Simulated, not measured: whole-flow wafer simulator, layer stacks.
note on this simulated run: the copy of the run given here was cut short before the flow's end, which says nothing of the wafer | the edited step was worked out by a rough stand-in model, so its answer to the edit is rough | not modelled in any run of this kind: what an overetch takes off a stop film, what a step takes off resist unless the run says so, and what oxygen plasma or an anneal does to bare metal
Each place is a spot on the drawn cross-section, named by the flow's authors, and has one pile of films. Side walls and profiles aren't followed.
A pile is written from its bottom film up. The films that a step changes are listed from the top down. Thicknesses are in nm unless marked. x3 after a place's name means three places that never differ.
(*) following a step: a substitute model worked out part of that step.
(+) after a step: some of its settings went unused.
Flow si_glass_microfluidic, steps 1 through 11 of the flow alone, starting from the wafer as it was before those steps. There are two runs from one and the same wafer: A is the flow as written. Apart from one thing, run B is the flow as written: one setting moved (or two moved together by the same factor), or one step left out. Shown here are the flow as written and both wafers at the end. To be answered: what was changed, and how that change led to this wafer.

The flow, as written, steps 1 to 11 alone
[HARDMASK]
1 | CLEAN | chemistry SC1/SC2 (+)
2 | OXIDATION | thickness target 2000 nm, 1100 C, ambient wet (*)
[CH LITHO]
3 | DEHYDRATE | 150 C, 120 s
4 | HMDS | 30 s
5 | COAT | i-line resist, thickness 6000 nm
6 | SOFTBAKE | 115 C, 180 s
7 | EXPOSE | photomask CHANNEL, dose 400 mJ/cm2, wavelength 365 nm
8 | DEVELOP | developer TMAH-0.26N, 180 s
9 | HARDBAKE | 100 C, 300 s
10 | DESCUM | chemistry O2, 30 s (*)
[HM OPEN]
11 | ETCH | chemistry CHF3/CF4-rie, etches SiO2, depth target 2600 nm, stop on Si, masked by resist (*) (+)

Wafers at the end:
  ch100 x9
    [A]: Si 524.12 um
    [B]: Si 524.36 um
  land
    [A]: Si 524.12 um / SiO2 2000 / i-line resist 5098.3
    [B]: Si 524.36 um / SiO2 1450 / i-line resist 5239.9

What caused this: step 2, OXIDATION: thickness target 1450 nm was run, whereas the flow has thickness target 2000 nm.
One can read it off the wafer: land has SiO2 1450, and step 2 as written asks for 2000 nm.

The path from the change to this, step by step:
  2 | OXIDATION | thickness target 2000 nm, 1100 C, ambient wet (*)
      land, ch100 x9: A SiO2 gains 2000 (new film), chemical SiO2 loses 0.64 (all of it), Si loses 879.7 | B SiO2 gains 1450 (new film), chemical SiO2 loses 0.64 (all of it), Si loses 637.7
  11 | ETCH | chemistry CHF3/CF4-rie, etches SiO2, depth target 2600 nm, stop on Si, masked by resist (*) (+)
      ch100 x9: A SiO2 loses 2000 (all of it) | B SiO2 loses 1450 (all of it)
      land: A i-line resist loses 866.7 | B i-line resist loses 725
